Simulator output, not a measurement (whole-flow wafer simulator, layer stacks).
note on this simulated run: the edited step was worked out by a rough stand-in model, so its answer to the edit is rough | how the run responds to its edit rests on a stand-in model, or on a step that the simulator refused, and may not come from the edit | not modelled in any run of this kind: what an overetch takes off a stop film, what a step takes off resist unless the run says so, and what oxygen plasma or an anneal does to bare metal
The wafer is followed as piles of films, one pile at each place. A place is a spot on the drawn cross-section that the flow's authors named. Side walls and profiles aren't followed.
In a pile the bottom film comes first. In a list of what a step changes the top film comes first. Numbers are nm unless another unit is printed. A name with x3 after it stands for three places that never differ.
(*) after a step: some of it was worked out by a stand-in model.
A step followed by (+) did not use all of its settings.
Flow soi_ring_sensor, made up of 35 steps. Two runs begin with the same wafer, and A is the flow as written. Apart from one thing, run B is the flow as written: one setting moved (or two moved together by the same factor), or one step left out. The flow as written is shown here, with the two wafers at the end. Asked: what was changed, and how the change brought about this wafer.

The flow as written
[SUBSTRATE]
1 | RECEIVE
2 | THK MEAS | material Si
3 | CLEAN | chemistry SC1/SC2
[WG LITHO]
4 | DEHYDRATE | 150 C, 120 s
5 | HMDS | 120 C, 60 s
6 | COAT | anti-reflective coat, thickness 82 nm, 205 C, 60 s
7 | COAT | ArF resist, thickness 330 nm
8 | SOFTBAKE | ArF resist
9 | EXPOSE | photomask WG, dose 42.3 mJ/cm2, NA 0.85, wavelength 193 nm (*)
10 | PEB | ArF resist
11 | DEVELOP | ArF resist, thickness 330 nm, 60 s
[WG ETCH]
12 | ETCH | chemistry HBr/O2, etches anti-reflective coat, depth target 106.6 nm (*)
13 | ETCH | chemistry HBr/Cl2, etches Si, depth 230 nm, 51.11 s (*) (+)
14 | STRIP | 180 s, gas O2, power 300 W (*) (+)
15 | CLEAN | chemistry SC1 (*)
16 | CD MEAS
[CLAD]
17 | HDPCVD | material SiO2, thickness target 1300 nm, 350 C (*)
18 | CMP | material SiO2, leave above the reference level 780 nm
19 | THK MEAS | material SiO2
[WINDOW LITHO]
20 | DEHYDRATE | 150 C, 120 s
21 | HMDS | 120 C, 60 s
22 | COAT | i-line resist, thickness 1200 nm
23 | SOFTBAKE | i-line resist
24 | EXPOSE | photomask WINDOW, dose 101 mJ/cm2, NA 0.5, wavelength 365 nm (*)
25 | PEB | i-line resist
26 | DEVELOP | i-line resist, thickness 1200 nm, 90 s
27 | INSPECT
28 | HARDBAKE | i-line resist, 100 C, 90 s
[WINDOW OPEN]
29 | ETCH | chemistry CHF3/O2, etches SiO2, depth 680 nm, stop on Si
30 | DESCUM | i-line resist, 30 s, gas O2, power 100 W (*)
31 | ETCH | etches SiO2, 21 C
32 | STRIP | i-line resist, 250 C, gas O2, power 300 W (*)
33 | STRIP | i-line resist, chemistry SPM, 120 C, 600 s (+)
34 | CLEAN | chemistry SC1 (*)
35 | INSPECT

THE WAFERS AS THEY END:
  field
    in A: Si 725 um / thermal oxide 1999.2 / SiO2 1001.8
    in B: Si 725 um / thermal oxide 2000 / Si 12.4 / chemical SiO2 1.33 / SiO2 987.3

The reason: step 13, ETCH: depth 207 nm was run, whereas the flow has depth 230 nm; step 13, ETCH: 46 s was run, where the flow has 51.11 s.

How this came from the change, step by step:
  13 | ETCH | chemistry HBr/Cl2, etches Si, depth 230 nm, 51.11 s (*) (+)
      gap, window, field, gap_clad: A -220 Si (all of it), -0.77 thermal oxide | B -207 Si
      core, core_clad: A -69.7 ArF resist | B -62.7 ArF resist
  14 | STRIP | 180 s, gas O2, power 300 W (*) (+)
      gap, window, field, gap_clad: A nothing | B +1.33 chemical SiO2 (new film), -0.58 Si
      core, core_clad: A -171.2 ArF resist (all of it), -82 anti-reflective coat (all of it), +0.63 chemical SiO2, -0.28 Si | B -178.2 ArF resist (all of it), -82 anti-reflective coat (all of it), +0.62 chemical SiO2, -0.27 Si
  18 | CMP | material SiO2, leave above the reference level 780 nm
      gap, window, field, gap_clad: A -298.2 SiO2 | B -312.7 SiO2
